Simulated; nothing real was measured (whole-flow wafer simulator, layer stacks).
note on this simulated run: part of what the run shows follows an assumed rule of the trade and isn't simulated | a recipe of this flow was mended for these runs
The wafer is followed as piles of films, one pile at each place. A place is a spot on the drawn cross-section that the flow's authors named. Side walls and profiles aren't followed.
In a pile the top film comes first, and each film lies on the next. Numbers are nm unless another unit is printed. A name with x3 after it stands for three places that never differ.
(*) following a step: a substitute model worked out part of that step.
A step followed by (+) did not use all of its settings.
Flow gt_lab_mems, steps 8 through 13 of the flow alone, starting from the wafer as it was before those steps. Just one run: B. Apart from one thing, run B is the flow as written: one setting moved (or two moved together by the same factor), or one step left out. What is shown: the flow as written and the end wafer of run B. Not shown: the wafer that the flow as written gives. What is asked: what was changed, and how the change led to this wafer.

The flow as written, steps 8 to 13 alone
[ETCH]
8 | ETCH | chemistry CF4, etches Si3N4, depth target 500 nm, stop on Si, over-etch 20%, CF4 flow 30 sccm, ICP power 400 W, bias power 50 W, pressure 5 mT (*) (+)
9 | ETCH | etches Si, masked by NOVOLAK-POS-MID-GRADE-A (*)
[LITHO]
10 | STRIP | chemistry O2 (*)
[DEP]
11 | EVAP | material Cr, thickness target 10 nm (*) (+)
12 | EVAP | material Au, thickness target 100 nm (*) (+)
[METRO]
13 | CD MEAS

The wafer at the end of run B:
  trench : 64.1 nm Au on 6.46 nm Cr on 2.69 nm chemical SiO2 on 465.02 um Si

Cause: step 8, ETCH: depth target 444 nm was run, whereas the flow has depth target 500 nm.

How this came from the change, step by step:
  8 | ETCH | chemistry CF4, etches Si3N4, depth target 500 nm, stop on Si, over-etch 20%, CF4 flow 30 sccm, ICP power 400 W, bias power 50 W, pressure 5 mT (*) (+)
      field: -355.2 g/i-line-resist (it would be, as written: -400 g/i-line-resist)
      trench: -500 Si3N4 (all of it), -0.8 chemical SiO2 (all of it), -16 Si (it would be, as written: -500 Si3N4 (all of it), -0.8 chemical SiO2 (all of it), -49.6 Si)
  10 | STRIP | chemistry O2 (*)
      field: -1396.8 g/i-line-resist (all of it) (it would be, as written: -1352 g/i-line-resist (all of it))
